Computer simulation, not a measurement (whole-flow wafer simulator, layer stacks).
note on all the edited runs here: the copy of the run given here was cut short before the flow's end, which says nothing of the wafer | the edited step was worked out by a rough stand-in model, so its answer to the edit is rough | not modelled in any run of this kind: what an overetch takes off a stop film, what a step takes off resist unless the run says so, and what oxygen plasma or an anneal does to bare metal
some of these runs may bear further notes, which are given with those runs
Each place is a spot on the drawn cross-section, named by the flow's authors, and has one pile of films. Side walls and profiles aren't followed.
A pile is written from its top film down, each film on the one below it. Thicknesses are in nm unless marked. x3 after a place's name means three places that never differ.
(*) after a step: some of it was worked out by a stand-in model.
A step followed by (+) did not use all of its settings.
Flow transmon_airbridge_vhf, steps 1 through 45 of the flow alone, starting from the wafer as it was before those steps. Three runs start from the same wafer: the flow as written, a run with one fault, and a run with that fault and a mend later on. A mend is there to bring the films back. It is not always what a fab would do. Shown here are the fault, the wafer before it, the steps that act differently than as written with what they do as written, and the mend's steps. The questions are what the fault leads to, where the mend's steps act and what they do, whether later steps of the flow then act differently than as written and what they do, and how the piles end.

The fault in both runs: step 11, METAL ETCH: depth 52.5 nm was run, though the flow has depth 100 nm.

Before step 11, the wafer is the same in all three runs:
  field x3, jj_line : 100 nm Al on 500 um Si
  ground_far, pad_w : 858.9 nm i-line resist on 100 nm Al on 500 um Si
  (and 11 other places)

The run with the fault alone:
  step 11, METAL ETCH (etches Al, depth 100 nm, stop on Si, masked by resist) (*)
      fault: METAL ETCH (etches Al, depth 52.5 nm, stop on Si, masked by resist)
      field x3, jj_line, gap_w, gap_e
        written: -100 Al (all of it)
        fault: -52.5 Al
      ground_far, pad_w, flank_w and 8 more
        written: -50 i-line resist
        fault: -26.2 i-line resist
  Steps later in the flow that act otherwise than as written (14 other steps are not shown; they differ only slightly, by no more than 2% or 0.5 nm, whichever is larger):
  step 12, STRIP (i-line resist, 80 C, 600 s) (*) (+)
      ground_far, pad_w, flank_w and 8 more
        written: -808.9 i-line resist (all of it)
        fault: -832.7 i-line resist (all of it)
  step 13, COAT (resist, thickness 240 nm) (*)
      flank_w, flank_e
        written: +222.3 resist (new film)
        fault: +230.2 resist (new film)
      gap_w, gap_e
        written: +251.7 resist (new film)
        fault: +246.4 resist (new film)
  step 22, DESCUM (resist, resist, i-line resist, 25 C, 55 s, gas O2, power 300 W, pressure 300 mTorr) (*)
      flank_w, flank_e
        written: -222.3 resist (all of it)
        fault: -230.2 resist (all of it)
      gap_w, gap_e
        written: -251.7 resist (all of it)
        fault: -246.4 resist (all of it)
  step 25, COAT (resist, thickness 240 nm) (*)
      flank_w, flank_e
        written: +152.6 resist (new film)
        fault: +158.2 resist (new film)
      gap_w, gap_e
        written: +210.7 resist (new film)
        fault: +205.6 resist (new film)
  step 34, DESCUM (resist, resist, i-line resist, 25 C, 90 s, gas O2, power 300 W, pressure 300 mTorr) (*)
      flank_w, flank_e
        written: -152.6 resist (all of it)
        fault: -158.2 resist (all of it)
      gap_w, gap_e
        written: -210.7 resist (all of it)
        fault: -205.6 resist (all of it)
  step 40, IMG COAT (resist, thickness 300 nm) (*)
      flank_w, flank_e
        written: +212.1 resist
        fault: +219.4 resist
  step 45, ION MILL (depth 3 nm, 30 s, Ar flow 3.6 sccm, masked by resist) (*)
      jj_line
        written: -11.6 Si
        fault: -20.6 Al
  By the end, the piles at field x3, jj_line, gap_w, gap_e depart from the flow's by more than 2% or 0.5 nm, whichever is larger.
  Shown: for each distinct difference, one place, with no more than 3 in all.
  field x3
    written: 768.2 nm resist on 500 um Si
    fault: 768.2 nm resist on 47.5 nm Al on 500 um Si
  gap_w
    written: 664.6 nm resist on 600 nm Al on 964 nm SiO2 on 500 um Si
    fault: 651.5 nm resist on 600 nm Al on 964 nm SiO2 on 47.5 nm Al on 500 um Si
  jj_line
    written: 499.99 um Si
    fault: 26.9 nm Al on 500 um Si

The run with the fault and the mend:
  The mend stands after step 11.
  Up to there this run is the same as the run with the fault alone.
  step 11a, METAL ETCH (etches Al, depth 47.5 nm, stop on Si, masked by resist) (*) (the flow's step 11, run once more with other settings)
      ground_far, pad_w, flank_w and 8 more
        -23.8 i-line resist
      field x3, jj_line, gap_w, gap_e
        -47.5 Al (all of it)
  Every later step of the flow that is run acts as written at every place that is followed.
  The piles end the same as the flow's at every place that both follow.
